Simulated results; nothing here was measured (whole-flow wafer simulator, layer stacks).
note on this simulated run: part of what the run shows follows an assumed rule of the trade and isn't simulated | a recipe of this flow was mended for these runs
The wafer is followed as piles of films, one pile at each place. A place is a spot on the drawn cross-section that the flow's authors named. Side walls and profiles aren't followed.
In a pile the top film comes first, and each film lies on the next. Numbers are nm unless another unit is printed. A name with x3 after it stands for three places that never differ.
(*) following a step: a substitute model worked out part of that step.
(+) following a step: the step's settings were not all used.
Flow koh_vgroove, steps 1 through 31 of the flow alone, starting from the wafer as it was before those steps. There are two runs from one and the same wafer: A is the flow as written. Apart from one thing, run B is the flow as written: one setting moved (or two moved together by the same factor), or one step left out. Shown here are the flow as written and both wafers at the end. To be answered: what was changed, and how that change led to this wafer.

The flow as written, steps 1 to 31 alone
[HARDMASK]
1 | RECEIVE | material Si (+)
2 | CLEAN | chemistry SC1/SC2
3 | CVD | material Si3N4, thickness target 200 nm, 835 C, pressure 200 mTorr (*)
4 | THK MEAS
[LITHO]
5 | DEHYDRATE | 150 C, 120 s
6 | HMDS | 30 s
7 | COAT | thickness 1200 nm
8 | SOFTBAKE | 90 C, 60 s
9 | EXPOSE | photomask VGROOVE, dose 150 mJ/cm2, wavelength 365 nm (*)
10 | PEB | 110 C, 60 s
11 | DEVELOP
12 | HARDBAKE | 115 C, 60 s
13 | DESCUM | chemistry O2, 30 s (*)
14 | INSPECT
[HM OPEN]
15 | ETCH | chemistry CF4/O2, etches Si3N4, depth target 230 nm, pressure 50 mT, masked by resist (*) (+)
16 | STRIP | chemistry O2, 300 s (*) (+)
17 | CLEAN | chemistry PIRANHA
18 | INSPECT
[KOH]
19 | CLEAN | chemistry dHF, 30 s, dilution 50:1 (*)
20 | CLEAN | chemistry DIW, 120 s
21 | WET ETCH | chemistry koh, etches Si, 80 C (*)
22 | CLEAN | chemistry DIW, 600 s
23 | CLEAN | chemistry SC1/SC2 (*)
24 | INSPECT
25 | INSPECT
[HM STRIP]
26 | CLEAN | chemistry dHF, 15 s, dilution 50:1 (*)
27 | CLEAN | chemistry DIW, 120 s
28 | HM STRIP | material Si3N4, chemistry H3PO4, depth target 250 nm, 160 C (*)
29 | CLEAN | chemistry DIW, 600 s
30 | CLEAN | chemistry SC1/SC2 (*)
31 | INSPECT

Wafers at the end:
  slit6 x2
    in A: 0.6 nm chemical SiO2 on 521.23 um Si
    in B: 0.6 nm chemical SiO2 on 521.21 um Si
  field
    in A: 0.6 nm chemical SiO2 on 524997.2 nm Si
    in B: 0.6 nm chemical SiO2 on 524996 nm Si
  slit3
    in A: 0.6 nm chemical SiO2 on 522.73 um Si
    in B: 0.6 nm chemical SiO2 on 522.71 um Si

Cause: step 3, CVD: thickness target 176 nm was run, while the flow as written has thickness target 200 nm.

How this came from the change, step by step:
  3 | CVD | material Si3N4, thickness target 200 nm, 835 C, pressure 200 mTorr (*)
      field, slit3, slit2, slit6 x2: A +200 Si3N4 (new film) | B +176 Si3N4 (new film)
  15 | ETCH | chemistry CF4/O2, etches Si3N4, depth target 230 nm, pressure 50 mT, masked by resist (*) (+)
      slit3, slit2, slit6 x2: A -200 Si3N4 (all of it), -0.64 chemical SiO2 (all of it), -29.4 Si | B -176 Si3N4 (all of it), -0.64 chemical SiO2 (all of it), -53.4 Si
  28 | HM STRIP | material Si3N4, chemistry H3PO4, depth target 250 nm, 160 C (*)
      field: A -198.7 Si3N4 (all of it), -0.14 chemical SiO2, -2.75 Si | B -174.7 Si3N4 (all of it), -0.14 chemical SiO2, -3.95 Si
